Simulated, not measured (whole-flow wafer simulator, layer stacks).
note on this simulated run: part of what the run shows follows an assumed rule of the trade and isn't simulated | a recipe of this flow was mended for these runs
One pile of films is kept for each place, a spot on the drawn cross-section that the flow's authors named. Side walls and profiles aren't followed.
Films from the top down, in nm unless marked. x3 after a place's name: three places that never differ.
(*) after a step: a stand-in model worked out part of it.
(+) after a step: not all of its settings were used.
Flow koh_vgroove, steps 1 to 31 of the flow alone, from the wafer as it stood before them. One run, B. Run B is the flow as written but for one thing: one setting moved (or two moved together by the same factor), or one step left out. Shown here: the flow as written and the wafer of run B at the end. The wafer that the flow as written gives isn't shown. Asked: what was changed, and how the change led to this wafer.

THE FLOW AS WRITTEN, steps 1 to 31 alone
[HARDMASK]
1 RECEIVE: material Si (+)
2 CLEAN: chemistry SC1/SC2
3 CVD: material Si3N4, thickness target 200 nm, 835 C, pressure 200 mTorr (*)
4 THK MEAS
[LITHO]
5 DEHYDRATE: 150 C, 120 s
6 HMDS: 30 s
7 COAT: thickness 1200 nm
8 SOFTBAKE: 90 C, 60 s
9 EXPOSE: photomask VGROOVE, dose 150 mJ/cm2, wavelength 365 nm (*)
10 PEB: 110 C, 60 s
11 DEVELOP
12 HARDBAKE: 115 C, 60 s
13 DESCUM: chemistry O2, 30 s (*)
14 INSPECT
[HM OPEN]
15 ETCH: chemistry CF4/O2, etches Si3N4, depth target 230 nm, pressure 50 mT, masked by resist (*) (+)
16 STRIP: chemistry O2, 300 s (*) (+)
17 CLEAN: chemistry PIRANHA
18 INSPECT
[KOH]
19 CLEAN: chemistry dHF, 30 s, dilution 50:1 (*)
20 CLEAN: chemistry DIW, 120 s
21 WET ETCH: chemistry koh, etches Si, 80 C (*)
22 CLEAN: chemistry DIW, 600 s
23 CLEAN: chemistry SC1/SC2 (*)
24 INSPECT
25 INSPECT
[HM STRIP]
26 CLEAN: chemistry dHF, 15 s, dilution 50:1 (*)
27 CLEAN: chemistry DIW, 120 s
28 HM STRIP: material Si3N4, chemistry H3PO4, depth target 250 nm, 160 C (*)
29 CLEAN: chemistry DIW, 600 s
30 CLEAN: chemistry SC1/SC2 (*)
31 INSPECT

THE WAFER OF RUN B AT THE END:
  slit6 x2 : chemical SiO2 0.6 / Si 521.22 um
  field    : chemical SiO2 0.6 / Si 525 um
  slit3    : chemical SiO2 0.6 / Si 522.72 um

The cause: step 3, CVD: thickness target 186 nm was run, where the flow has thickness target 200 nm.

How the change led to this, step by step:
  3 CVD: material Si3N4, thickness target 200 nm, 835 C, pressure 200 mTorr (*)
      field, slit3, slit2, slit6 x2: Si3N4 +186 (new film) (as written it would be: Si3N4 +200 (new film))
  15 ETCH: chemistry CF4/O2, etches Si3N4, depth target 230 nm, pressure 50 mT, masked by resist (*) (+)
      slit3, slit2, slit6 x2: Si3N4 -186 (all of it), chemical SiO2 -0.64 (all of it), Si -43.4 (as written it would be: Si3N4 -200 (all of it), chemical SiO2 -0.64 (all of it), Si -29.4)
  28 HM STRIP: material Si3N4, chemistry H3PO4, depth target 250 nm, 160 C (*)
      field: Si3N4 -184.7 (all of it), chemical SiO2 -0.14, Si -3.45 (as written it would be: Si3N4 -198.7 (all of it), chemical SiO2 -0.14, Si -2.75)
